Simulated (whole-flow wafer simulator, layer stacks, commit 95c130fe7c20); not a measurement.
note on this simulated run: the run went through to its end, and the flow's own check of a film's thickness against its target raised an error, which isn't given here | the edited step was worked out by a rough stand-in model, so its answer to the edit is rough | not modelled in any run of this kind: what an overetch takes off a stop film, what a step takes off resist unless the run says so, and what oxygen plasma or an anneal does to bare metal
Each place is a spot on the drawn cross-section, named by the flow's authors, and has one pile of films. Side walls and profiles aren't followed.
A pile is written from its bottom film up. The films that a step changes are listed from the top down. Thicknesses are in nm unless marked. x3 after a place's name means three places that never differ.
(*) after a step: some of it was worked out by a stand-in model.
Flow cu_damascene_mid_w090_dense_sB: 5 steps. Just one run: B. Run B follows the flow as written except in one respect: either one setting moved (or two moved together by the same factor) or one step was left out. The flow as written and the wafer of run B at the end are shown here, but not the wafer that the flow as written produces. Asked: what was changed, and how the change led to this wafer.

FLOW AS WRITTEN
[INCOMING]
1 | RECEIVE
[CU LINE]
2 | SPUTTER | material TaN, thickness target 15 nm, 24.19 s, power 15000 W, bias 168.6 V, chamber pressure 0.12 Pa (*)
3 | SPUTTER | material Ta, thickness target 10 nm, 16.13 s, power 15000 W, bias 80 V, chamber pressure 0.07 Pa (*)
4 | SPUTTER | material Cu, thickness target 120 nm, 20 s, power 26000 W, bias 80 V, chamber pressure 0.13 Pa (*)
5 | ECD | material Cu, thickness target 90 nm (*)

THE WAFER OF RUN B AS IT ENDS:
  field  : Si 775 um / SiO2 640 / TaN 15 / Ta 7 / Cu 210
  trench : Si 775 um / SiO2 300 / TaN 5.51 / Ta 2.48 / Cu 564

What caused this: step 3, SPUTTER: thickness target 7 nm was run, whereas the flow has thickness target 10 nm; step 3, SPUTTER: 11.29 s was run, where the flow has 16.13 s.
The wafer lets one read it off: field has Ta 7, and step 3 as written asks for 10 nm.

The path from the change to this, step by step:
  3 | SPUTTER | material Ta, thickness target 10 nm, 16.13 s, power 15000 W, bias 80 V, chamber pressure 0.07 Pa (*)
      field: +7 Ta (new film) (in the flow as written it would be: +10 Ta (new film))
      trench: +2.48 Ta (new film) (in the flow as written it would be: +3.55 Ta (new film))
